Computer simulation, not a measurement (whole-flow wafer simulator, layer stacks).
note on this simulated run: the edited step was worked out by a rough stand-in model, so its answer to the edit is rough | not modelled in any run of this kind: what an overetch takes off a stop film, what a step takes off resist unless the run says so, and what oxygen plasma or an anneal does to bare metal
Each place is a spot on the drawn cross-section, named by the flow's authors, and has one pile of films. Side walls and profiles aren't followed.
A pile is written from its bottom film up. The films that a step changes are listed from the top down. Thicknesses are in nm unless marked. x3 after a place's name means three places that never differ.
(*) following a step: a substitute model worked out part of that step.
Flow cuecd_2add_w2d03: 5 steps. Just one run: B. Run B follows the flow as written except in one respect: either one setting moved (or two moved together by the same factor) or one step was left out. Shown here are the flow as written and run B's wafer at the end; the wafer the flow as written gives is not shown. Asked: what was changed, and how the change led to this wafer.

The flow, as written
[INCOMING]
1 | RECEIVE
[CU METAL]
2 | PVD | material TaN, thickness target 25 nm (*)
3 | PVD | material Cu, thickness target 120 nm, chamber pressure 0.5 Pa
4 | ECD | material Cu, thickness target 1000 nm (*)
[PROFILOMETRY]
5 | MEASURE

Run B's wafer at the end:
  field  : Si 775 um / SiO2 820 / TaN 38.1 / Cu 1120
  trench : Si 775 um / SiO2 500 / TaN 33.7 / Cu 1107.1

Cause: step 2, PVD: thickness target 38.1 nm was run, though the flow has thickness target 25 nm.
One can read it off the wafer: field has TaN 38.1, and step 2 as written asks for 25 nm.

How this came from the change, step by step:
  2 | PVD | material TaN, thickness target 25 nm (*)
      field: TaN gains 38.1 (new film) (in the flow as written it would be: TaN gains 25 (new film))
      trench: TaN gains 33.7 (new film) (in the flow as written it would be: TaN gains 22.1 (new film))
